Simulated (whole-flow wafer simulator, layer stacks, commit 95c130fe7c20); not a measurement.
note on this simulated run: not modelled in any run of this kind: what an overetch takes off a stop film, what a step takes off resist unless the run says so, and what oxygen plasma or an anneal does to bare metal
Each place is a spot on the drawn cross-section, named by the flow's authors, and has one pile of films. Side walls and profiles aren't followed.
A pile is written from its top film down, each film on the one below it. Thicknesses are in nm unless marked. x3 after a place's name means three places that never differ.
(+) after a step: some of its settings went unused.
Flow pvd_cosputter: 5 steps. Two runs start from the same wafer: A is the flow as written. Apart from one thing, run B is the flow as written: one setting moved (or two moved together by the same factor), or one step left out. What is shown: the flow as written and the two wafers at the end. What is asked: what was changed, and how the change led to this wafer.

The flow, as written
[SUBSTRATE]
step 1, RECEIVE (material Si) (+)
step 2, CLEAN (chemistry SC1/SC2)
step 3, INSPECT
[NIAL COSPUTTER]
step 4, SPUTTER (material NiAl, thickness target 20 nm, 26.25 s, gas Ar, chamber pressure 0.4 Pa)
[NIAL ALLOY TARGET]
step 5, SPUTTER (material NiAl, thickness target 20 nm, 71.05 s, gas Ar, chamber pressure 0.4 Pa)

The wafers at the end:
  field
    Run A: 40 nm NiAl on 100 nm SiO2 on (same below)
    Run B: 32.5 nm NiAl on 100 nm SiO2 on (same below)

What caused this: step 4, SPUTTER: thickness target 12.5 nm was run, while the flow as written has thickness target 20 nm.

The path from the change to this, step by step:
  step 4, SPUTTER (material NiAl, thickness target 20 nm, 26.25 s, gas Ar, chamber pressure 0.4 Pa)
      field: A +20 NiAl (new film) | B +12.5 NiAl (new film)
